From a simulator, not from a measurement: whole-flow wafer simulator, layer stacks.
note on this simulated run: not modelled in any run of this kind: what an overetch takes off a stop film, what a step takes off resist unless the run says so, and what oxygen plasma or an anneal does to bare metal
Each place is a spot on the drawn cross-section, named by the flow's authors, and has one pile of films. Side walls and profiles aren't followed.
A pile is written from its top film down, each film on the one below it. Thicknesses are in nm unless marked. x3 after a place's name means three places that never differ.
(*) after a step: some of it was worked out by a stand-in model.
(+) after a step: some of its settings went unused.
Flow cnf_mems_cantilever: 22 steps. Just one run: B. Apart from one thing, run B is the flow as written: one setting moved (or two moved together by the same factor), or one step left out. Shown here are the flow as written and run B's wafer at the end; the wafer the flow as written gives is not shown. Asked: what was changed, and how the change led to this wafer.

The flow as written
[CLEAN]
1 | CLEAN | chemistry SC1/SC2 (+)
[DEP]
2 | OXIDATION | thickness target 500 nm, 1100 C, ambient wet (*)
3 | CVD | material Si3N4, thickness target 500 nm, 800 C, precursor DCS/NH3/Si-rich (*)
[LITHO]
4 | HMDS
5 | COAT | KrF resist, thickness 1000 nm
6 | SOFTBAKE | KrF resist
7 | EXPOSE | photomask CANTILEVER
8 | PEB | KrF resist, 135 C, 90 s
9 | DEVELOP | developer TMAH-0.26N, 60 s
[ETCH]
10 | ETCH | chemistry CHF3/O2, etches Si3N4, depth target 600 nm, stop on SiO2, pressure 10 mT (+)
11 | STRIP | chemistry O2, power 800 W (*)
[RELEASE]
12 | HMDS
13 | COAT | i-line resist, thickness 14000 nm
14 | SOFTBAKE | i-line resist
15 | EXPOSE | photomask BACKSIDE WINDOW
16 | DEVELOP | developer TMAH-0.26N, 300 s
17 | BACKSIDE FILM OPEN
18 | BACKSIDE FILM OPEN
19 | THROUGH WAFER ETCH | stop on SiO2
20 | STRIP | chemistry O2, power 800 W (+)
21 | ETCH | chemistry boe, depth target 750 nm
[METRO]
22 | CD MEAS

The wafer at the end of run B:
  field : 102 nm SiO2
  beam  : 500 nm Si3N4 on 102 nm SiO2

Cause: step 21, ETCH: depth target 398 nm was run, while the flow as written has depth target 750 nm.

How this came from the change, step by step:
  21 | ETCH | chemistry boe, depth target 750 nm
      field: SiO2 loses 398 (it would be, as written: SiO2 loses 500 (all of it))
      beam: under 1 film: SiO2 loses 398 (it would be, as written: under 1 film: SiO2 loses 500 (all of it))
